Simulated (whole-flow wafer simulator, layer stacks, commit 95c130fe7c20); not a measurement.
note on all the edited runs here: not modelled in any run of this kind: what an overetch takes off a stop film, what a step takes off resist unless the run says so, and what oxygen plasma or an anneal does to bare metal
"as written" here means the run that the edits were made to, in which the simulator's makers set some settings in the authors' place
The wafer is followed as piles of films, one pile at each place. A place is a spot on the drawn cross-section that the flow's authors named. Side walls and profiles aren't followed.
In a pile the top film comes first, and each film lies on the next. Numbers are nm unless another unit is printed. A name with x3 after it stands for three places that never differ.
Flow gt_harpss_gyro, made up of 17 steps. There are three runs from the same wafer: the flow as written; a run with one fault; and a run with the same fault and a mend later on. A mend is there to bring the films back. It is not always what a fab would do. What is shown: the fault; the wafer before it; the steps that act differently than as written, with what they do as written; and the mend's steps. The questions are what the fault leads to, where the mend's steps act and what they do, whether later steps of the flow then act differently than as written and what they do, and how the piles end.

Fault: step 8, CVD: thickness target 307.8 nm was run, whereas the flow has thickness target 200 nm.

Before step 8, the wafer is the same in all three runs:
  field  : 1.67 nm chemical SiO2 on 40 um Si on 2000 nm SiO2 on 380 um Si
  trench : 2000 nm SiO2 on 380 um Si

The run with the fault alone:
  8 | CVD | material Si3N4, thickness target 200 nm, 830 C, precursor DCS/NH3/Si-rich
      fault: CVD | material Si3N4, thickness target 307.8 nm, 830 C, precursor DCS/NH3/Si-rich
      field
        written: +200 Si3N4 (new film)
        fault: +307.8 Si3N4 (new film)
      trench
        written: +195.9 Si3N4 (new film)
        fault: +300.8 Si3N4 (new film)
  Every later step of the flow that is run acts as written at every place that is followed.
  The piles end different from the flow's at field, trench by more than 2% or 0.5 nm, whichever is larger.
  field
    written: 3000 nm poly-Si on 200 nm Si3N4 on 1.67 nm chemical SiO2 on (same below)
    fault: 3000 nm poly-Si on 307.8 nm Si3N4 on 1.67 nm chemical SiO2 on (same below)
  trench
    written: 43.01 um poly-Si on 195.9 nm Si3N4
    fault: 43.01 um poly-Si on 300.8 nm Si3N4

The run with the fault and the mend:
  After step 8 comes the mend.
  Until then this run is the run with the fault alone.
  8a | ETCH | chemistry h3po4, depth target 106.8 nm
      field, trench
        -106.8 Si3N4
  Every later step of the flow that is run acts as written at every place that is followed.
  When the end is reached, the piles differ only a little from the flow's at the places that both follow, at most by 2% or 0.5 nm, whichever is larger.
